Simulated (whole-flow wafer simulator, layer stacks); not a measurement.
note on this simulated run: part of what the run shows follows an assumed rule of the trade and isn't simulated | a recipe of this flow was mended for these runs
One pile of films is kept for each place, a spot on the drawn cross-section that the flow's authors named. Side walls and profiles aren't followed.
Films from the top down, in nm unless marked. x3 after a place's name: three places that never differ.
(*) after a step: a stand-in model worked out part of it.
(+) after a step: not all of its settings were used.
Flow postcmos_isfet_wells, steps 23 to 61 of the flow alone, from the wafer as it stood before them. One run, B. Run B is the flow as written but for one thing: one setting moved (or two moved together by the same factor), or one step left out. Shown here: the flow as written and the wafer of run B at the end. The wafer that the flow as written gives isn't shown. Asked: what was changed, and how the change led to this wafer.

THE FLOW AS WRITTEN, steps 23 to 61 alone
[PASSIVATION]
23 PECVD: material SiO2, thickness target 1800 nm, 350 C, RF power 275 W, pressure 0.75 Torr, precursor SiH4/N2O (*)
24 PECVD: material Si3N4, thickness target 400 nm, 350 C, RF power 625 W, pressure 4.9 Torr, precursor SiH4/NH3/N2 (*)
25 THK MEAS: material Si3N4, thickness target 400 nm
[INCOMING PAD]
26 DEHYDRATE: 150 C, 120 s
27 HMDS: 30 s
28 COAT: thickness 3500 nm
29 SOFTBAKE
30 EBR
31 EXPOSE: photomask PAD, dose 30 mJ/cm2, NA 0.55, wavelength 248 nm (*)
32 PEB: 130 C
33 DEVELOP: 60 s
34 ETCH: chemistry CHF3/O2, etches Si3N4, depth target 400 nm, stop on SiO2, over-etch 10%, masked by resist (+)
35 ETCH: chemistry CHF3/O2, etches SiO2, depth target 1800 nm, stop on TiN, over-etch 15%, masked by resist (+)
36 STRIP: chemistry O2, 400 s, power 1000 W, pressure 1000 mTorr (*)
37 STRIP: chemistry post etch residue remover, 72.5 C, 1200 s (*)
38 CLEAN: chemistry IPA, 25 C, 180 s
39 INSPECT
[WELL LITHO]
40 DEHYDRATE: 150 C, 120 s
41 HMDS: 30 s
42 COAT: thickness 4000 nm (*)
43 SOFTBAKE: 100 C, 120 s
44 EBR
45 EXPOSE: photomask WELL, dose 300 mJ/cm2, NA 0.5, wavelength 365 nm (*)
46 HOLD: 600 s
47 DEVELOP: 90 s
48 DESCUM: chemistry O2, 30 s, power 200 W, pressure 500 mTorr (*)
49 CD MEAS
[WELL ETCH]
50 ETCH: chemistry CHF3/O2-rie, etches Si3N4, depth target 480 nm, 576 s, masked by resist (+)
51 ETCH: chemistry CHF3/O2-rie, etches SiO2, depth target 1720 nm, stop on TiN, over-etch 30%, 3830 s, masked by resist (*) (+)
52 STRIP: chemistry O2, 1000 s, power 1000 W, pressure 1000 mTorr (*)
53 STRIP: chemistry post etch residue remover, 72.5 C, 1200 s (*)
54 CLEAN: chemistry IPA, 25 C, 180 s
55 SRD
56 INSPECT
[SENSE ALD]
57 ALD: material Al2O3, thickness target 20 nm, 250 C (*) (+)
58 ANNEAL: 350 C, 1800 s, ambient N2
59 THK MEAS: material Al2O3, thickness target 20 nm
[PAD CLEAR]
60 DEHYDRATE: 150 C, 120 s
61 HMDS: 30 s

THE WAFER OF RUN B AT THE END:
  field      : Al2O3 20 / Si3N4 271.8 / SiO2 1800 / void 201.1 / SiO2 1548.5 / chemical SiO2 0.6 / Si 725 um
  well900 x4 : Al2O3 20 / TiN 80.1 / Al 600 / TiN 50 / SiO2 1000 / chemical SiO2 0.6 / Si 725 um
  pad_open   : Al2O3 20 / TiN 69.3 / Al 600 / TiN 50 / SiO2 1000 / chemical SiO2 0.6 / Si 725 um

The cause: step 24, PECVD: thickness target 272.5 nm was run, where the flow has thickness target 400 nm.

How the change led to this, step by step:
  24 PECVD: material Si3N4, thickness target 400 nm, 350 C, RF power 625 W, pressure 4.9 Torr, precursor SiH4/NH3/N2 (*)
      field, margin x2, well900 x4, pad_clr, pad_open: Si3N4 +272.5 (new film) (as written it would be: Si3N4 +400 (new film))
  34 ETCH: chemistry CHF3/O2, etches Si3N4, depth target 400 nm, stop on SiO2, over-etch 10%, masked by resist (+)
      field, margin x2, well900 x4, pad_clr: thick-KrF-resist -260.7 (as written it would be: thick-KrF-resist -382.6)
      pad_open: Si3N4 -272.5 (all of it), SiO2 -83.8 (as written it would be: Si3N4 -400 (all of it), SiO2 -20)
  35 ETCH: chemistry CHF3/O2, etches SiO2, depth target 1800 nm, stop on TiN, over-etch 15%, masked by resist (+)
      field, margin x2, well900 x4, pad_clr: thick-KrF-resist -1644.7 (as written it would be: thick-KrF-resist -1705.8)
      pad_open: SiO2 -1716.2 (all of it), TiN -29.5 (as written it would be: SiO2 -1780 (all of it), TiN -24.2)
  36 STRIP: chemistry O2, 400 s, power 1000 W, pressure 1000 mTorr (*)
      field, margin x2, well900 x4, pad_clr: thick-KrF-resist -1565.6 (all of it) (as written it would be: thick-KrF-resist -1382.5 (all of it))
  43 SOFTBAKE: 100 C, 120 s
      pad_clr: thick-g/i-line-resist -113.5 (as written it would be: thick-g/i-line-resist -123)
      pad_open: thick-g/i-line-resist +69.8 (as written it would be: thick-g/i-line-resist +73)
  50 ETCH: chemistry CHF3/O2-rie, etches Si3N4, depth target 480 nm, 576 s, masked by resist (+)
      well900 x4: Si3N4 -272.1 (all of it), SiO2 -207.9 (as written it would be: Si3N4 -399.6 (all of it), SiO2 -80.4)
  51 ETCH: chemistry CHF3/O2-rie, etches SiO2, depth target 1720 nm, stop on TiN, over-etch 30%, 3830 s, masked by resist (*) (+)
      well900 x4: SiO2 -1592.1 (all of it), TiN -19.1 (as written it would be: SiO2 -1719.6 (all of it), TiN -20.6)
  52 STRIP: chemistry O2, 1000 s, power 1000 W, pressure 1000 mTorr (*)
      pad_clr: thick-g/i-line-resist -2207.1 (all of it) (as written it would be: thick-g/i-line-resist -2159.6 (all of it))
